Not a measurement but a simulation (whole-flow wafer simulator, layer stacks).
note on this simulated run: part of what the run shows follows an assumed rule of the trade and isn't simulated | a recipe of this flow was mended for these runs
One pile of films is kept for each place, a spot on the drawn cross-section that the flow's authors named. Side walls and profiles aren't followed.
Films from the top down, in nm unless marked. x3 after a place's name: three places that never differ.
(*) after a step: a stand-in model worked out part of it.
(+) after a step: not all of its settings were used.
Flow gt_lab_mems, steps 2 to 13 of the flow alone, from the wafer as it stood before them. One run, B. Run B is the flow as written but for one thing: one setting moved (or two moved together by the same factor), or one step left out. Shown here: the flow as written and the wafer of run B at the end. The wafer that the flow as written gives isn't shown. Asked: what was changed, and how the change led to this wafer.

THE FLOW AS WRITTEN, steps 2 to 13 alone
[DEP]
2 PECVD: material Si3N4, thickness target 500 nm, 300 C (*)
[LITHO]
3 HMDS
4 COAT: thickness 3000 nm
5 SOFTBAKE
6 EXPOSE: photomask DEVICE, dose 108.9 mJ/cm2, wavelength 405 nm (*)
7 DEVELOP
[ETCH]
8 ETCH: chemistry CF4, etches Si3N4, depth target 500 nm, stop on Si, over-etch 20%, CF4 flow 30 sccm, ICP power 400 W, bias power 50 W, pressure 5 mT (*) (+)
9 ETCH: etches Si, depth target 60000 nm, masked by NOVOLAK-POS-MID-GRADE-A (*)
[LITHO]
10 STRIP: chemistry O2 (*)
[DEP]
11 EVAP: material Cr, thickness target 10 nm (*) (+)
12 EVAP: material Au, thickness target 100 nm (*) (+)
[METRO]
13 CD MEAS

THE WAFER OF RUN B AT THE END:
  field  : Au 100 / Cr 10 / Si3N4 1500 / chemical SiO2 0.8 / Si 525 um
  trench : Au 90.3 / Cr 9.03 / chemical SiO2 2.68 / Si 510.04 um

The cause: step 2, PECVD: thickness target 1500 nm was run, where the flow has thickness target 500 nm.
It can be read off the wafer: field has Si3N4 1500, and step 2 as written asks for 500 nm.

How the change led to this, step by step:
  2 PECVD: material Si3N4, thickness target 500 nm, 300 C (*)
      field, trench: Si3N4 +1500 (new film) (as written it would be: Si3N4 +500 (new film))
  8 ETCH: chemistry CF4, etches Si3N4, depth target 500 nm, stop on Si, over-etch 20%, CF4 flow 30 sccm, ICP power 400 W, bias power 50 W, pressure 5 mT (*) (+)
      trench: Si3N4 -600 (as written it would be: Si3N4 -500 (all of it), chemical SiO2 -0.8 (all of it), Si -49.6)
  9 ETCH: etches Si, depth target 60000 nm, masked by NOVOLAK-POS-MID-GRADE-A (*)
      trench: Si3N4 -900 (all of it), chemical SiO2 -0.8 (all of it), Si -14.96 um (as written it would be: Si -59.96 um)
  11 EVAP: material Cr, thickness target 10 nm (*) (+)
      trench: Cr +9.03 (new film) (as written it would be: Cr +6.45 (new film))
  12 EVAP: material Au, thickness target 100 nm (*) (+)
      trench: Au +90.3 (new film) (as written it would be: Au +64.1 (new film))
